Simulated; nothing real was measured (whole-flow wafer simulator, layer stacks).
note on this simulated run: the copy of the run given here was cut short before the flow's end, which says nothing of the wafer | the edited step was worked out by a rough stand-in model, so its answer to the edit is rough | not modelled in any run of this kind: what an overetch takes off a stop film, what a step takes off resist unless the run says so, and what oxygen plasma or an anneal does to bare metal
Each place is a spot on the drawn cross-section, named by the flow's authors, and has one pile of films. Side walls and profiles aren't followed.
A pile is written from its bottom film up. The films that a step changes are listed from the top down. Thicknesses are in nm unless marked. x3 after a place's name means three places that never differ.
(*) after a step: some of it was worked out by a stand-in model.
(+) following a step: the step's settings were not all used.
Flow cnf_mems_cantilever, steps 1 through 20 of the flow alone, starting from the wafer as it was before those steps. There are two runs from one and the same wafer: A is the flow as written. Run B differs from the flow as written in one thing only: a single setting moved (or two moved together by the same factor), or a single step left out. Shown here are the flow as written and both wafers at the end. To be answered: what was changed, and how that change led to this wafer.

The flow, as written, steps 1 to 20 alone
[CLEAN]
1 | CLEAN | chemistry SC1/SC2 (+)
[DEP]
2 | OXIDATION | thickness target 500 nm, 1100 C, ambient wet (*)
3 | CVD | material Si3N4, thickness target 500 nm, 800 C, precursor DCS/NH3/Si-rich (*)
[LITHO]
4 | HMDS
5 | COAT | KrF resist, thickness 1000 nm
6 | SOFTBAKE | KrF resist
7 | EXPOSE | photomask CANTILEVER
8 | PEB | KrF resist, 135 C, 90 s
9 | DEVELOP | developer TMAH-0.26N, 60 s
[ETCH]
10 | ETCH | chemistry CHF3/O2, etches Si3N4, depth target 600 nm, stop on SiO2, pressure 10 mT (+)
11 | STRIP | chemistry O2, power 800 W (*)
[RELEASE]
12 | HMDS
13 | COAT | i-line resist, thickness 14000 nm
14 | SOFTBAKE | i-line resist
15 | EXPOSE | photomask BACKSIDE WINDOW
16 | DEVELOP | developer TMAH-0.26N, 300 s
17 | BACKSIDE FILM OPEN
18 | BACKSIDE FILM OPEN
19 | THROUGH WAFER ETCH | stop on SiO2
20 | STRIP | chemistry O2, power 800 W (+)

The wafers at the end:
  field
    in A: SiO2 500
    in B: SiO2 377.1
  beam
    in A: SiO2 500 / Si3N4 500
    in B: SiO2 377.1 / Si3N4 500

The reason: step 2, OXIDATION: 1045 C was run, though the flow has 1100 C.

Step by step, how the change led to this:
  2 | OXIDATION | thickness target 500 nm, 1100 C, ambient wet (*)
      field, beam: A +500 SiO2 (new film), -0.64 chemical SiO2 (all of it), -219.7 Si | B +377.1 SiO2 (new film), -0.64 chemical SiO2 (all of it), -165.6 Si
  19 | THROUGH WAFER ETCH | stop on SiO2
      field: A under 1 film: -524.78 um Si (all of it) | B under 1 film: -524.83 um Si (all of it)
      beam: A under 2 films: -524.78 um Si (all of it) | B under 2 films: -524.83 um Si (all of it)
